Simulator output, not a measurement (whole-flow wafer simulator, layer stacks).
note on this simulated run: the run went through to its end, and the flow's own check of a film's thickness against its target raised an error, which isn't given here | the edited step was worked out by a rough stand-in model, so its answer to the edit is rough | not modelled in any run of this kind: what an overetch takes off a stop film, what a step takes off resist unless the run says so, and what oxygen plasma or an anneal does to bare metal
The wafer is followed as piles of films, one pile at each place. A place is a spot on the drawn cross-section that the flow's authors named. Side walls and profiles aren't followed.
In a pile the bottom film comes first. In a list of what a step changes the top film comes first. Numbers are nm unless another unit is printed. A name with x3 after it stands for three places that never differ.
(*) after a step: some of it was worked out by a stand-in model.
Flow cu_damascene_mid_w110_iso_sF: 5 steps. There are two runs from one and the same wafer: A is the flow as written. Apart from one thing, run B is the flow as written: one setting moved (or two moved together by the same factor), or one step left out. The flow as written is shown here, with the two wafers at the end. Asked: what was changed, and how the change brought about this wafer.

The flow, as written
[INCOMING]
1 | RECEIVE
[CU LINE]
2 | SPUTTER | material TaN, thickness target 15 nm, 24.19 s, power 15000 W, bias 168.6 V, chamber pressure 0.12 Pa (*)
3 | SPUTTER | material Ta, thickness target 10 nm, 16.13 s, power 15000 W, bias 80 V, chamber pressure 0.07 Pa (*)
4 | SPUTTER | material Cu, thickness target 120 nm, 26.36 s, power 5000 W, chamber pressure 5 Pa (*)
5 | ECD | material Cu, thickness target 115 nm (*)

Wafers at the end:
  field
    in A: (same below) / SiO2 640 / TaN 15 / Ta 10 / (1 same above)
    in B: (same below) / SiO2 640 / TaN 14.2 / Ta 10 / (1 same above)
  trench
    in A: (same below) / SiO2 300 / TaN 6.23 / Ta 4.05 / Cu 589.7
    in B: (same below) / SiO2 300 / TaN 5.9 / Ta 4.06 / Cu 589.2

What caused this: step 2, SPUTTER: thickness target 14.2 nm was run, while the flow as written has thickness target 15 nm; step 2, SPUTTER: 22.98 s was run, where the flow has 24.19 s.
The wafer lets one read it off: field has TaN 14.2, and step 2 as written asks for 15 nm.

How this came from the change, step by step:
  2 | SPUTTER | material TaN, thickness target 15 nm, 24.19 s, power 15000 W, bias 168.6 V, chamber pressure 0.12 Pa (*)
      field: A TaN gains 15 (new film) | B TaN gains 14.2 (new film)
